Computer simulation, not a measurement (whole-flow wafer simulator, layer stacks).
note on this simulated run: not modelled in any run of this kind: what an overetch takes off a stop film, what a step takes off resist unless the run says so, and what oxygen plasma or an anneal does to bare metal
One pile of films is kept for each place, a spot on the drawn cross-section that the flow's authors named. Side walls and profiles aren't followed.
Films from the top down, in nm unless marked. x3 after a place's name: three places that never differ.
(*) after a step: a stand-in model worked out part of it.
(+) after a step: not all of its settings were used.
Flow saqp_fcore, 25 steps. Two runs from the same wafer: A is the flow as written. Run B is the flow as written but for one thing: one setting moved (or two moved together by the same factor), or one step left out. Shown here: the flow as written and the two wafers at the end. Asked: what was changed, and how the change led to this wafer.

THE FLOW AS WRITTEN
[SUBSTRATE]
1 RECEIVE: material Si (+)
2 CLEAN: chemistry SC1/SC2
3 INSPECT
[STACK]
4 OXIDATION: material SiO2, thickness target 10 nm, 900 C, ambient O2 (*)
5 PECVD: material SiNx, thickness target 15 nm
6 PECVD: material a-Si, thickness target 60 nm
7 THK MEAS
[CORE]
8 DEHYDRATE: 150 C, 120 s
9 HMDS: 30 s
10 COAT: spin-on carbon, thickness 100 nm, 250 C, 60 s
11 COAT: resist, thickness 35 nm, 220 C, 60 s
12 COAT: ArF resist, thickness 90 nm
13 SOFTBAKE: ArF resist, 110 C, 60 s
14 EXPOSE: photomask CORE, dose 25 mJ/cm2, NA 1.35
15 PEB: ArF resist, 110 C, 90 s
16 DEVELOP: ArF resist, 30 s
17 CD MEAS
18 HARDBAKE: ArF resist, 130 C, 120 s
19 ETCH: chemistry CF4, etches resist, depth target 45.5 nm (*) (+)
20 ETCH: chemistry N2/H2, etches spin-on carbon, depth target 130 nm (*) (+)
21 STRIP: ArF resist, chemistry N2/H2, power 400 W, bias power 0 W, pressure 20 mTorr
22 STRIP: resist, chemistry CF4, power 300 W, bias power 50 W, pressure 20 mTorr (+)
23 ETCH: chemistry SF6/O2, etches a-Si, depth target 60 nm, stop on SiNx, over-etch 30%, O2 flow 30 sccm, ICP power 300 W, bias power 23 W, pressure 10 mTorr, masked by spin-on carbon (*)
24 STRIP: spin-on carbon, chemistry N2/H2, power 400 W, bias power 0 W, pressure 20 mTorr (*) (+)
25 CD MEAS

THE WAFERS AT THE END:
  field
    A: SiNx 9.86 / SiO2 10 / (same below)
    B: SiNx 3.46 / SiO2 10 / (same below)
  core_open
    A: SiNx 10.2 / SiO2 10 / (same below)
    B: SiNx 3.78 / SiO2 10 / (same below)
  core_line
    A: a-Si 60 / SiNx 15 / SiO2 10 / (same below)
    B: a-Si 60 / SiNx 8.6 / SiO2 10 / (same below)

The cause: step 5, PECVD: thickness target 8.6 nm was run, where the flow has thickness target 15 nm.
It can be read off the wafer: core_line has SiNx 8.6, and step 5 as written asks for 15 nm.

How the change led to this, step by step:
  5 PECVD: material SiNx, thickness target 15 nm
      field, core_open, core_line: A SiNx +15 (new film) | B SiNx +8.6 (new film)
